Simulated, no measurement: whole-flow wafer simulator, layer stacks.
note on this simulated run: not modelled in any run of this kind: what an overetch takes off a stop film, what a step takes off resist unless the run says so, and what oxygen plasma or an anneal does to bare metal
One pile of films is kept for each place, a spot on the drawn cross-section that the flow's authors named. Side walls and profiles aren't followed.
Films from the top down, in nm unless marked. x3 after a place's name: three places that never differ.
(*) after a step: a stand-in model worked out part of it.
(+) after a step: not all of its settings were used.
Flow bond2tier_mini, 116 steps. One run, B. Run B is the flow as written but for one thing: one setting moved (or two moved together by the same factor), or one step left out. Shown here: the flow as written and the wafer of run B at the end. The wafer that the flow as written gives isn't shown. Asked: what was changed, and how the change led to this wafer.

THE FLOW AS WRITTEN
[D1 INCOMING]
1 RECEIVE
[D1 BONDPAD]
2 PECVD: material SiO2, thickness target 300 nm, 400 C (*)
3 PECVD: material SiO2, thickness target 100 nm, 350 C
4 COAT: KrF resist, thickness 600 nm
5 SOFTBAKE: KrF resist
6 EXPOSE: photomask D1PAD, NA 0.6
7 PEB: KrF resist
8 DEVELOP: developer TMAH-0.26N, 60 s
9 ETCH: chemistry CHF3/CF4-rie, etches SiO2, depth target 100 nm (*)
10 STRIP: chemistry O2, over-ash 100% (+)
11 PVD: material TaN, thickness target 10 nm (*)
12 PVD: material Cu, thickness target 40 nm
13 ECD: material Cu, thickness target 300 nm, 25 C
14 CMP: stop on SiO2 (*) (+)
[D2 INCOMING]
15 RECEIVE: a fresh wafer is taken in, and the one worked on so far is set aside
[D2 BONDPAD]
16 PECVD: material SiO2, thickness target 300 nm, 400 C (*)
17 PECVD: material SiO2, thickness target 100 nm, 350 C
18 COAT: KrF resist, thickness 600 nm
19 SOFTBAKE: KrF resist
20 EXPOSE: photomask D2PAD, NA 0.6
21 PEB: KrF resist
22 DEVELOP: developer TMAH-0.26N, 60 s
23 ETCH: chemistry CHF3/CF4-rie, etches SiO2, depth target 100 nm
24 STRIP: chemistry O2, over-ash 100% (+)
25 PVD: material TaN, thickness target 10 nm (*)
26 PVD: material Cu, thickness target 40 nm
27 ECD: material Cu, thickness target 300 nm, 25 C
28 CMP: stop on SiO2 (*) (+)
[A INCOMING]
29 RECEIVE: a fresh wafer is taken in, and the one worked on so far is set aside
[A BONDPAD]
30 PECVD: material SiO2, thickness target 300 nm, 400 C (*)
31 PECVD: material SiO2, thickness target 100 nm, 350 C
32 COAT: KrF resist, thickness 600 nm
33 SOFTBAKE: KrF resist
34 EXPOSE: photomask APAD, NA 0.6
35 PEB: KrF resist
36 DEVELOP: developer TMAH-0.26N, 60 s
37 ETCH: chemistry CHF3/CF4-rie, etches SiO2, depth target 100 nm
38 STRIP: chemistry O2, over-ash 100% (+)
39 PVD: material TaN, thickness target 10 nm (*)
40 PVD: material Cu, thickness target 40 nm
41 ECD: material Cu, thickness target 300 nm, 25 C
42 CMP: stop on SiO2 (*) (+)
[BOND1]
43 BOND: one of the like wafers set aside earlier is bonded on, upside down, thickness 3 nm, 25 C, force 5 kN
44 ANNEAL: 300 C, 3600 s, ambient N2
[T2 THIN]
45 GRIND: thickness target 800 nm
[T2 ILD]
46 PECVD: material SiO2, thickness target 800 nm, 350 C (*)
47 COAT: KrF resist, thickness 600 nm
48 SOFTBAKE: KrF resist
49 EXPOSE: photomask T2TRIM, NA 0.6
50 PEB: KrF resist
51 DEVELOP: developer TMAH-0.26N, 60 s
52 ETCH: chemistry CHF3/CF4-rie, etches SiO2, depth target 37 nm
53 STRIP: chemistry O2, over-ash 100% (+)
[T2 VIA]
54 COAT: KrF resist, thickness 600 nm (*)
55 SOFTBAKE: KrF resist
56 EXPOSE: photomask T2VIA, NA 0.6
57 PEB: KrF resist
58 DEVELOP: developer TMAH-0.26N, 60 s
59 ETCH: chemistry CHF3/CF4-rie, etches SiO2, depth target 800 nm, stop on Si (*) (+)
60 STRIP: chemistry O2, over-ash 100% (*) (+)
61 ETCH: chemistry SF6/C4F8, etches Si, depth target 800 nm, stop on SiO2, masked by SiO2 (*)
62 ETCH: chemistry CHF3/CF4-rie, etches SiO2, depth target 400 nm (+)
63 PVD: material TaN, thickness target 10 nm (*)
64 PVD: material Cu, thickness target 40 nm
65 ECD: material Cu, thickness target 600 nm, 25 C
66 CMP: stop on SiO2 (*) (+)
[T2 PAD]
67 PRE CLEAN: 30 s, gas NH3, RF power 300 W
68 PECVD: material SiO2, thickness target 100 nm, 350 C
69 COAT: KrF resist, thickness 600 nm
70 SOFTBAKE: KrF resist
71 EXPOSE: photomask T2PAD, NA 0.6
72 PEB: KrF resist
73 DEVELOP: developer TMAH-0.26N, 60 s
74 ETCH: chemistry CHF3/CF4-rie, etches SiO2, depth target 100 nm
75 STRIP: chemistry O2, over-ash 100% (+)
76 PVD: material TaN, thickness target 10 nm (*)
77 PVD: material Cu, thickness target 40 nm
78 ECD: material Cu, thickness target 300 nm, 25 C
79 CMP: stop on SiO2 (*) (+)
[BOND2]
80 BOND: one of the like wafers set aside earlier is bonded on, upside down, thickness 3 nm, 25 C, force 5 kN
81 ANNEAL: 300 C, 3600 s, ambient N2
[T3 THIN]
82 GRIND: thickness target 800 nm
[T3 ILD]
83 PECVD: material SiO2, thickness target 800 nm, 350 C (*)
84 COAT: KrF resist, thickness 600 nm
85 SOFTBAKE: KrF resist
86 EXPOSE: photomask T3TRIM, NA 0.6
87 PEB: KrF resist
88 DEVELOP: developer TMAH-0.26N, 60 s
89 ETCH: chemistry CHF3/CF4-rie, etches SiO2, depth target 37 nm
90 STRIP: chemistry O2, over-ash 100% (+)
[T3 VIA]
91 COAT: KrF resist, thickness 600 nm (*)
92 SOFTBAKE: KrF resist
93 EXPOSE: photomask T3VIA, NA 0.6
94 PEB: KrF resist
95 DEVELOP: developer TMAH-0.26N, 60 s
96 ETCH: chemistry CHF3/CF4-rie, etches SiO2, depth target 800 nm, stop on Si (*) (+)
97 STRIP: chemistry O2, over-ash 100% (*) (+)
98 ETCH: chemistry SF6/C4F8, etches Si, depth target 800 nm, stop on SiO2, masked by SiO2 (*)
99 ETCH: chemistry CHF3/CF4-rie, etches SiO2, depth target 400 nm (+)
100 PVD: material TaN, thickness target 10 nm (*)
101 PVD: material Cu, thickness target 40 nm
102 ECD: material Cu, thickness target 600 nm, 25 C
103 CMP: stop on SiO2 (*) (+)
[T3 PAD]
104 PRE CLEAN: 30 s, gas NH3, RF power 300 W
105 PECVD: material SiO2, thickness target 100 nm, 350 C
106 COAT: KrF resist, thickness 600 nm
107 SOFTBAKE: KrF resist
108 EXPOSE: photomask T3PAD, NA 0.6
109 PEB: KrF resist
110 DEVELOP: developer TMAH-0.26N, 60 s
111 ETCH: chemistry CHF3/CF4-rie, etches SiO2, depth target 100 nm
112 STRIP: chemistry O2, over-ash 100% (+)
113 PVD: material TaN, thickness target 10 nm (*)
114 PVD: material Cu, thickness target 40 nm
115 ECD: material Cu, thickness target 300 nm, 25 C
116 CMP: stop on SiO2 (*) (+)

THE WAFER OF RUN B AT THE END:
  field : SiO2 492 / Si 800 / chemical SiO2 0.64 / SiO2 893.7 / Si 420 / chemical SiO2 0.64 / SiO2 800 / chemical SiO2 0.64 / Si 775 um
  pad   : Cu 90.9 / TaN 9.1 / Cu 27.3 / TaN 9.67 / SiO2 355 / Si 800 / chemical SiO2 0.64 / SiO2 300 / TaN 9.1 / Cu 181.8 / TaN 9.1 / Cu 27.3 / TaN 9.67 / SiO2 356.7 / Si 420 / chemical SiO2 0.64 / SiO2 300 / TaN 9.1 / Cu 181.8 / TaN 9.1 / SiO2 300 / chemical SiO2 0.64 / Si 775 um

The cause: step 45, GRIND: thickness target 420 nm was run, where the flow has thickness target 800 nm.
It can be read off the wafer: field has Si 420, and step 45 as written asks for 800 nm.

How the change led to this, step by step:
  45 GRIND: thickness target 800 nm
      field, pad, via: Si -774.58 um (as written it would be: Si -774.2 um)
  61 ETCH: chemistry SF6/C4F8, etches Si, depth target 800 nm, stop on SiO2, masked by SiO2 (*)
      field, pad: SiO2 -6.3 (as written it would be: SiO2 -8)
